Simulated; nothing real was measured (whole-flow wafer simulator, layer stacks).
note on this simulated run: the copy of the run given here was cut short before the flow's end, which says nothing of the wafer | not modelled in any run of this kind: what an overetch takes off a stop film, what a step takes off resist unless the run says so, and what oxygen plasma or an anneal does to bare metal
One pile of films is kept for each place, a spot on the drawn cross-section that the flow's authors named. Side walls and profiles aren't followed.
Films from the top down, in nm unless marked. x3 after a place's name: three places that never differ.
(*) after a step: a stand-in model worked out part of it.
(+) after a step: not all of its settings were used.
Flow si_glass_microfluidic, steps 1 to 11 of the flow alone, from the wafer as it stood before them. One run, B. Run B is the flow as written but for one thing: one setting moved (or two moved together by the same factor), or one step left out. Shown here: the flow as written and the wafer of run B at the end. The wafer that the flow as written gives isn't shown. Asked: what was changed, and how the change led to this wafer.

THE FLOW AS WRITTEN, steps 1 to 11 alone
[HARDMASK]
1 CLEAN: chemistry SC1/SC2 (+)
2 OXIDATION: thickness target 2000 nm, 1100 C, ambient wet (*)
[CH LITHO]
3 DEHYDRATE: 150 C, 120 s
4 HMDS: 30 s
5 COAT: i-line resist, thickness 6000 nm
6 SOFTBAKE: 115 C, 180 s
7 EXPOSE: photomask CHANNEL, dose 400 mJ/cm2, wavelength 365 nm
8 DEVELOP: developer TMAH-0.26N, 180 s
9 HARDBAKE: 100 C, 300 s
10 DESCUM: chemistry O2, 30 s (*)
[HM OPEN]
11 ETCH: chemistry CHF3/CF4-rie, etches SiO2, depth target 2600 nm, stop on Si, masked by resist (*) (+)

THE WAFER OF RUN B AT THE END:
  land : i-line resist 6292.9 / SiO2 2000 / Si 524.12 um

The cause: step 5, COAT: thickness 7200 nm was run, where the flow has thickness 6000 nm.

How the change led to this, step by step:
  5 COAT: i-line resist, thickness 6000 nm
      land, ch100 x9: i-line resist +7200 (new film) (as written it would be: i-line resist +6000 (new film))
  8 DEVELOP: developer TMAH-0.26N, 180 s
      ch100 x9: i-line resist -7200 (all of it) (as written it would be: i-line resist -6000 (all of it))
  9 HARDBAKE: 100 C, 300 s
      land: i-line resist -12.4 (as written it would be: i-line resist -7.06)
